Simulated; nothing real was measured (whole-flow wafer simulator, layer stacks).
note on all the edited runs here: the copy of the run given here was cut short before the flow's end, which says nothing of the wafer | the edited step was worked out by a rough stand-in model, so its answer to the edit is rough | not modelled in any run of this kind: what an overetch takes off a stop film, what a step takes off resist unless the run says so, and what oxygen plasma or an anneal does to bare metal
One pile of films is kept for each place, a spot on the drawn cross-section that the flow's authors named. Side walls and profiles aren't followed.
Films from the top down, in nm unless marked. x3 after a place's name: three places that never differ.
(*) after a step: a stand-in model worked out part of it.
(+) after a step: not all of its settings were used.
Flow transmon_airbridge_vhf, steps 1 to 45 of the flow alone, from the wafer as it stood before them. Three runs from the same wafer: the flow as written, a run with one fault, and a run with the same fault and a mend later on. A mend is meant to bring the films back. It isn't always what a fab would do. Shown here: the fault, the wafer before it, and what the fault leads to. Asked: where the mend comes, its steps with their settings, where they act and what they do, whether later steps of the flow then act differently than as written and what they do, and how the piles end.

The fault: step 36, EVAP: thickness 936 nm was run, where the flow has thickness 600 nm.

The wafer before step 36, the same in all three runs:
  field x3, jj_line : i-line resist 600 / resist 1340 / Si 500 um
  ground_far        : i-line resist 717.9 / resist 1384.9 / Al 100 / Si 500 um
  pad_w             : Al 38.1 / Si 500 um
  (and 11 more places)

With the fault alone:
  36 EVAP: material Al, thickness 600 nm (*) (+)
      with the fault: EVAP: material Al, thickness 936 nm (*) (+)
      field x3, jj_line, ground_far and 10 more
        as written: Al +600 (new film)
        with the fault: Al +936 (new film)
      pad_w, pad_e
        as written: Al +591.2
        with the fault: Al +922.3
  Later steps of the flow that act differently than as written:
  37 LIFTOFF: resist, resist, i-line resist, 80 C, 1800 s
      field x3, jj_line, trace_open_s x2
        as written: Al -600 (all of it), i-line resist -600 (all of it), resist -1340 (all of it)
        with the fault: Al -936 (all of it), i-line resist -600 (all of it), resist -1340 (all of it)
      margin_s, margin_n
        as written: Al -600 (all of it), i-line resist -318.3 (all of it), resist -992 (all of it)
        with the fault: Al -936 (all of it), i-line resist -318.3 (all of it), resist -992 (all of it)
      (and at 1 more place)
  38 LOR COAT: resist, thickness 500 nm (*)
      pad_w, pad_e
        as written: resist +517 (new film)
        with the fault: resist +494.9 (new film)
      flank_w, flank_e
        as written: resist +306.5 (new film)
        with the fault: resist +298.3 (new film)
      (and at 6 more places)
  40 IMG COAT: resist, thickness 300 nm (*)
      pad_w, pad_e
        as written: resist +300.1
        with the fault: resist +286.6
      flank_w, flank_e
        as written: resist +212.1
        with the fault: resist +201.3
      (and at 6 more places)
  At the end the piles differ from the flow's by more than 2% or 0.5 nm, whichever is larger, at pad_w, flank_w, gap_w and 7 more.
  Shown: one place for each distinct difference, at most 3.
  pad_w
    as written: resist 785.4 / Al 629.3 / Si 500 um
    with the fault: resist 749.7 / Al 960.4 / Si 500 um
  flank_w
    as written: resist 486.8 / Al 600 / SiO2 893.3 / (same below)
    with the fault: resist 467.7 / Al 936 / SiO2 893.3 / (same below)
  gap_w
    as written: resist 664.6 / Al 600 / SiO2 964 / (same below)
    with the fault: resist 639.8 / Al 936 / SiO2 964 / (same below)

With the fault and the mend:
  The mend comes after step 36.
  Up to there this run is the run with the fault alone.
  36a METAL ETCH: etches Al, depth 336 nm (the flow's step 11 once more, with other settings)
      field x3, jj_line, ground_far and 12 more
        Al -336
  No later step of the flow acts differently than as written, at any place that is followed, by more than 2% or 0.5 nm, whichever is larger.
  At the end the piles differ from the flow's only slightly at the places that both follow, by at most 2% or 0.5 nm, whichever is larger.
